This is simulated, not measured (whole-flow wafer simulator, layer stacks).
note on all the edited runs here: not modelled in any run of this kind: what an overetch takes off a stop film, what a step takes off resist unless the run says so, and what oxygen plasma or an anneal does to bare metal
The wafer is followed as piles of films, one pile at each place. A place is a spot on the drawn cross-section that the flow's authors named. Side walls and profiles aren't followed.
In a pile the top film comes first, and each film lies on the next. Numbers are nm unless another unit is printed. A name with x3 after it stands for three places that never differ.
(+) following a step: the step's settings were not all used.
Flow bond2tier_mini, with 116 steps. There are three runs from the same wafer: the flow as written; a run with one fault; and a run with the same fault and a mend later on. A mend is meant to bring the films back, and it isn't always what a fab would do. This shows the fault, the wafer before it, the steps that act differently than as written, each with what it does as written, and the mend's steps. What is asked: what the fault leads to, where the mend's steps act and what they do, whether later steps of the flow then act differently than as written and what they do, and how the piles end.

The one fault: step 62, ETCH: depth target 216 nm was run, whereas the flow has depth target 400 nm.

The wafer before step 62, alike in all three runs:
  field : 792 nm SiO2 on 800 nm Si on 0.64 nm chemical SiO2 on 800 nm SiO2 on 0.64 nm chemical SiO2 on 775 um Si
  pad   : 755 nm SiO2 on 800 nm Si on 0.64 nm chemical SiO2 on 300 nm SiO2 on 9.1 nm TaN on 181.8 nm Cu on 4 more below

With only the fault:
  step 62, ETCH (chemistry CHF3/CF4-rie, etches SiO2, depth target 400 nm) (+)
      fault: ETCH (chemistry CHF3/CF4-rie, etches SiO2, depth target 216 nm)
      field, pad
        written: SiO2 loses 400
        fault: SiO2 loses 216
  None of the later steps of the flow acts differently than as written at any place that is followed.
  By the end, the piles at field, pad depart from the flow's by more than 2% or 0.5 nm, whichever is larger.
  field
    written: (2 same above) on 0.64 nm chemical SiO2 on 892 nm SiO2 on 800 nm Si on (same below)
    fault: (2 same above) on 0.64 nm chemical SiO2 on 1076 nm SiO2 on 800 nm Si on (same below)
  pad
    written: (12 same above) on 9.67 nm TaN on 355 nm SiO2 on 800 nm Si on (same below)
    fault: (12 same above) on 9.67 nm TaN on 539 nm SiO2 on 800 nm Si on (same below)

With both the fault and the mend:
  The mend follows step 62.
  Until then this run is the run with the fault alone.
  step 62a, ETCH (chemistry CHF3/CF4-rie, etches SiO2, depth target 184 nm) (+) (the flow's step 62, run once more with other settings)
      field, pad
        SiO2 loses 184
  None of the later steps of the flow acts differently than as written at any place that is followed.
  At every place that both follow, the piles at the end match the flow's.
